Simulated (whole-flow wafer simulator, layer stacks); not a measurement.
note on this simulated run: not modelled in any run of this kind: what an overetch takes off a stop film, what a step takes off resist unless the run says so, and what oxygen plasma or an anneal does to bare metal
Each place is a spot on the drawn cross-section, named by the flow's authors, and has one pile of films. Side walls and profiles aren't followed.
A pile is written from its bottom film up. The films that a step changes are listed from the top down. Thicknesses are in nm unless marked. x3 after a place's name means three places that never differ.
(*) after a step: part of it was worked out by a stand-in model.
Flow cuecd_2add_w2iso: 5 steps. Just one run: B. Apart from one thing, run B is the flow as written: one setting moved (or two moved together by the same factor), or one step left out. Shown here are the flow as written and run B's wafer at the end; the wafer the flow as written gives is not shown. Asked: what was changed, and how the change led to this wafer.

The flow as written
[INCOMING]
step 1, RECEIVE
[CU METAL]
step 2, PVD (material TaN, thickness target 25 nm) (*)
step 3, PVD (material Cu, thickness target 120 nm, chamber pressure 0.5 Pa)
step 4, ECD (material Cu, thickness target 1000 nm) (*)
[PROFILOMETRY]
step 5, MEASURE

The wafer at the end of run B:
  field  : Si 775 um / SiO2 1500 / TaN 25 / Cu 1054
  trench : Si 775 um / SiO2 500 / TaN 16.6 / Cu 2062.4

What caused this: step 3, PVD: thickness target 54 nm was run, while the flow as written has thickness target 120 nm.

The path from the change to this, step by step:
  step 3, PVD (material Cu, thickness target 120 nm, chamber pressure 0.5 Pa)
      field: +54 Cu (new film) (as written it would have been: +120 Cu (new film))
      trench: +36.5 Cu (new film) (as written it would have been: +80.8 Cu (new film))
